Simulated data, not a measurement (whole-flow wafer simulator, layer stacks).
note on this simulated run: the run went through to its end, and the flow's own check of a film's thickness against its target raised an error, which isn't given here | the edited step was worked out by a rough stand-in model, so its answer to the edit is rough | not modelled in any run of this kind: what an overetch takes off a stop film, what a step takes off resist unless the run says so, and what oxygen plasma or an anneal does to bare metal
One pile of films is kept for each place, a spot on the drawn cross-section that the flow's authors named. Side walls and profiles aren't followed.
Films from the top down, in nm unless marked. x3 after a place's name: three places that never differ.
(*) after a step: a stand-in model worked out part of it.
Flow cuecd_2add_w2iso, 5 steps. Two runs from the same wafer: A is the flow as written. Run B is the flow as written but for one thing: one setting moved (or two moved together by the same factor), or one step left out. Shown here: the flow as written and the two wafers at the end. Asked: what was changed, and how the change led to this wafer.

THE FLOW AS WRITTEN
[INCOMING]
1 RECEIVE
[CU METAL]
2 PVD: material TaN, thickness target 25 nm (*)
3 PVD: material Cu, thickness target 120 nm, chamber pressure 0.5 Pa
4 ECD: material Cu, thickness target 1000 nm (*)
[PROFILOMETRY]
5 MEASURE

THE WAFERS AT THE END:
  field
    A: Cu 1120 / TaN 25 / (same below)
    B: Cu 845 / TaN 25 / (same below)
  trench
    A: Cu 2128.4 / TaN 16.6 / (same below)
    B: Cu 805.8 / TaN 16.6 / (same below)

The cause: step 4, ECD: thickness target 725 nm was run, where the flow has thickness target 1000 nm.

How the change led to this, step by step:
  4 ECD: material Cu, thickness target 1000 nm (*)
      field: A Cu +1000 | B Cu +725
      trench: A Cu +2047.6 | B Cu +725
